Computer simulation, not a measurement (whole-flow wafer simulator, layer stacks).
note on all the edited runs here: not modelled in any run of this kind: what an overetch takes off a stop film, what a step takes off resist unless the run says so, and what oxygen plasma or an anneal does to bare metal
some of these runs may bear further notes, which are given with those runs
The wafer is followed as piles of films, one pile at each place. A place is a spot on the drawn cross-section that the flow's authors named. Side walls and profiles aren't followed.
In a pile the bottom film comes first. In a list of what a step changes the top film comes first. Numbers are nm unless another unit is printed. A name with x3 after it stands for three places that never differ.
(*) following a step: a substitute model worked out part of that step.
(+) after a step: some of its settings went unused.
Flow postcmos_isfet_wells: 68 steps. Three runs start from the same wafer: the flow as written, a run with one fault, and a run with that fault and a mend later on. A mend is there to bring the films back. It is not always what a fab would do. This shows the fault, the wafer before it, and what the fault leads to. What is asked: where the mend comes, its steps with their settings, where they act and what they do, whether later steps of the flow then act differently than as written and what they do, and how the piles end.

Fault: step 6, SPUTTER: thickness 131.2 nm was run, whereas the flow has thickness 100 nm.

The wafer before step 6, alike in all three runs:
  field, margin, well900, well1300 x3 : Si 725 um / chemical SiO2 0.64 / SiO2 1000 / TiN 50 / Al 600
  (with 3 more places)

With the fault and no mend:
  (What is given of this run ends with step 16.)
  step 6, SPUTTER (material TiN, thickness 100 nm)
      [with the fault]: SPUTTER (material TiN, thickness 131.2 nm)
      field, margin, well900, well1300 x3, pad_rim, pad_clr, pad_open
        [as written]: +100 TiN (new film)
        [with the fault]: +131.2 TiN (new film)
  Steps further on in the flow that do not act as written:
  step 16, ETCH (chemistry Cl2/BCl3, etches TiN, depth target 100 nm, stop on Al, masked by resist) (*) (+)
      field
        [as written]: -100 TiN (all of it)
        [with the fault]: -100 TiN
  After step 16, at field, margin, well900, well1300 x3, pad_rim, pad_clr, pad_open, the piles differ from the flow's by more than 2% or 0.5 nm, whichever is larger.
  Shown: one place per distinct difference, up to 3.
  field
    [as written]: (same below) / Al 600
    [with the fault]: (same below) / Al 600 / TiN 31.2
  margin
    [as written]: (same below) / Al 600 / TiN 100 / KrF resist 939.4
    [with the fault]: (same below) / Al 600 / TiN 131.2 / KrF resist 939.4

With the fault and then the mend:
  The mend stands after step 6.
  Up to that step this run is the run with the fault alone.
  step 6a, ETCH (chemistry peroxide tin strip, depth target 31.2 nm)
      field, margin, well900, well1300 x3, pad_rim, pad_clr, pad_open
        -31.2 TiN
  None of the later steps of the flow acts differently than as written at any place that is followed.
  By the end, the piles equal the flow's at every place that both follow.
